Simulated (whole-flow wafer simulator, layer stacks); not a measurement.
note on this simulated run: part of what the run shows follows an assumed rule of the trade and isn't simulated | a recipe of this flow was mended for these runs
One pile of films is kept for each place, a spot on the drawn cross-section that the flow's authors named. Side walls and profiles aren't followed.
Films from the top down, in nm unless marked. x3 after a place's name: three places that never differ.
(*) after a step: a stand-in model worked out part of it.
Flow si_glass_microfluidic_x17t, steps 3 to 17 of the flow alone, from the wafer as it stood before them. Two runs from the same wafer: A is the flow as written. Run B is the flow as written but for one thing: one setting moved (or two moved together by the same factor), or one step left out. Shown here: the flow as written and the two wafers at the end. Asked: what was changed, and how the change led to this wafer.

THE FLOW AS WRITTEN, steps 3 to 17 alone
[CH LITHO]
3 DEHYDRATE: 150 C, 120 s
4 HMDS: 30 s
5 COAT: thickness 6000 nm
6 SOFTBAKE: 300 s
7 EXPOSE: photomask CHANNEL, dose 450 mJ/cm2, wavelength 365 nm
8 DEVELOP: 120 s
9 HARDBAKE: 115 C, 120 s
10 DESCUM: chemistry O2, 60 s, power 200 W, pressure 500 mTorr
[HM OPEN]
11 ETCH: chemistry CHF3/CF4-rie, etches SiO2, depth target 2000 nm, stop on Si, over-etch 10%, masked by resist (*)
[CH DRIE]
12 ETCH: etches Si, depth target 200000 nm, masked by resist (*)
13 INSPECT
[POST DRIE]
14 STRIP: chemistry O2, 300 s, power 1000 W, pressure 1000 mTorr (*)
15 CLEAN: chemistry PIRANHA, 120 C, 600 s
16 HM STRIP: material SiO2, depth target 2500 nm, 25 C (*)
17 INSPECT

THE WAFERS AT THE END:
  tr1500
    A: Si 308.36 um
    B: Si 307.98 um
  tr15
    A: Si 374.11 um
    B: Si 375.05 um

The cause: step 5, COAT: thickness 8700 nm was run, where the flow has thickness 6000 nm.

How the change led to this, step by step:
  5 COAT: thickness 6000 nm
      land, tr110, tr1500, tr15: A thick-i-line-resist +6000 (new film) | B thick-i-line-resist +8700 (new film)
  8 DEVELOP: 120 s
      tr110, tr1500, tr15: A thick-i-line-resist -6000 (all of it) | B thick-i-line-resist -8700 (all of it)
  9 HARDBAKE: 115 C, 120 s
      land: A thick-i-line-resist -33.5 | B thick-i-line-resist -57.8
  12 ETCH: etches Si, depth target 200000 nm, masked by resist (*)
      tr1500: A Si -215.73 um | B Si -216.12 um
      tr15: A Si -149.99 um | B Si -149.05 um
  14 STRIP: chemistry O2, 300 s, power 1000 W, pressure 1000 mTorr (*)
      land: A thick-i-line-resist -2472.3 (all of it) | B thick-i-line-resist -5143.2 (all of it)
